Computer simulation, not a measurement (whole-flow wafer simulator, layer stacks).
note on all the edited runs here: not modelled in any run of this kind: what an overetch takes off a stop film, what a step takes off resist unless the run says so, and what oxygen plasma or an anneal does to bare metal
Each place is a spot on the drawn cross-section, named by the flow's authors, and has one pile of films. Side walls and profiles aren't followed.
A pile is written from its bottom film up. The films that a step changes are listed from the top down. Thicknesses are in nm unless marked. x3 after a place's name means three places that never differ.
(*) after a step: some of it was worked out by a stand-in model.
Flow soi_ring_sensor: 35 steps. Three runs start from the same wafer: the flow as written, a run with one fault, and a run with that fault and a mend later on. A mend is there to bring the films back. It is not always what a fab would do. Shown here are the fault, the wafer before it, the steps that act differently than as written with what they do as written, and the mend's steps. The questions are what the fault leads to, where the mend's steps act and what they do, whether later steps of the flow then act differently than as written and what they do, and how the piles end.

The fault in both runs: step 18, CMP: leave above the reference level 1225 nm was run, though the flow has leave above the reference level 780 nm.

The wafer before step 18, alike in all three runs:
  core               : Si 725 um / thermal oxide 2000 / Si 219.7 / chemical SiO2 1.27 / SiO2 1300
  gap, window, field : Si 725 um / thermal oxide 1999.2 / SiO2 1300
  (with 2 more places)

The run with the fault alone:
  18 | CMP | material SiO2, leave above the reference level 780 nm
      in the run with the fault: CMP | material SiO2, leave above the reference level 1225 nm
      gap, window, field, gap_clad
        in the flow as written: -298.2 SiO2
        in the run with the fault: nothing
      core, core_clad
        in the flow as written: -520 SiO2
        in the run with the fault: -75 SiO2
  Later steps of the flow acting differently than as written (1 more step, not shown, differs only slightly: by at most 2% or 0.5 nm, whichever is larger):
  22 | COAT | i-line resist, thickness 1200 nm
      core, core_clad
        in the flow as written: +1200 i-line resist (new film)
        in the run with the fault: +1072.9 i-line resist (new film)
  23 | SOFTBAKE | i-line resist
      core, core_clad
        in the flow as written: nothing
        in the run with the fault: -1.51 i-line resist
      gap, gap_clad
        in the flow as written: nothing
        in the run with the fault: -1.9 i-line resist
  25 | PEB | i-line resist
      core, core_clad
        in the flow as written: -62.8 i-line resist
        in the run with the fault: -55.8 i-line resist
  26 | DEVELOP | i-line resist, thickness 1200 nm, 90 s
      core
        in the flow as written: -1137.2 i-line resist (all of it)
        in the run with the fault: -1015.6 i-line resist (all of it)
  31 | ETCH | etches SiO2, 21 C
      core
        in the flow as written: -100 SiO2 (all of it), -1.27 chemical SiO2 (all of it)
        in the run with the fault: -462 SiO2
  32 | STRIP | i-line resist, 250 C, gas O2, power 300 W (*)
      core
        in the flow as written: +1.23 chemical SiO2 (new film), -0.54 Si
        in the run with the fault: nothing
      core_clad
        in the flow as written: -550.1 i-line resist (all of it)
        in the run with the fault: -428.8 i-line resist (all of it)
  The piles end different from the flow's at core, field, core_clad by more than 2% or 0.5 nm, whichever is larger.
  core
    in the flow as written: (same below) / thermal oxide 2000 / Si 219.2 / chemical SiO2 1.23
    in the run with the fault: (same below) / thermal oxide 2000 / Si 219.7 / chemical SiO2 1.27 / SiO2 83
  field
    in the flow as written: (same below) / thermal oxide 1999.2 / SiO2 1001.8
    in the run with the fault: (same below) / thermal oxide 1999.2 / SiO2 1300
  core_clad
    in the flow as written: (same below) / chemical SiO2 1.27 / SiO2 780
    in the run with the fault: (same below) / chemical SiO2 1.27 / SiO2 1225

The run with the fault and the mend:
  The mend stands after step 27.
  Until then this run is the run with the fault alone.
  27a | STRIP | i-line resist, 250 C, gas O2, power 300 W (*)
      field
        -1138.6 i-line resist (all of it)
      core_clad
        -1015.5 i-line resist (all of it)
      gap_clad
        -1155.3 i-line resist (all of it)
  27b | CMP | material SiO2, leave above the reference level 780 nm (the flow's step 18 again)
      gap, window, field, gap_clad
        -298.2 SiO2
      core, core_clad
        -445 SiO2
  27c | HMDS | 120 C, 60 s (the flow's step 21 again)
      does not change any film at any place that is followed
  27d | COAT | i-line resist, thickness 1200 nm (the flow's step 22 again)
      core, gap, window, field, core_clad, gap_clad
        +1200 i-line resist (new film)
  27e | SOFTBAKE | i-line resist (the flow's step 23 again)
      does not change any film at any place that is followed
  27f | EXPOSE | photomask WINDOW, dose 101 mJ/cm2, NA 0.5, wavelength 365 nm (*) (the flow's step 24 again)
      does not change any film at any place that is followed
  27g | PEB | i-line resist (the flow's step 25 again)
      core, gap, window, field, core_clad, gap_clad
        -62.8 i-line resist
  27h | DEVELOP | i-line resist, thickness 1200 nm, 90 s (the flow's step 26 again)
      core, gap, window
        -1137.2 i-line resist (all of it)
      field, core_clad, gap_clad
        -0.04 i-line resist
  Later steps of the flow that are run all act as written at every place that is followed.
  The piles end the same as the flow's at every place that both follow.
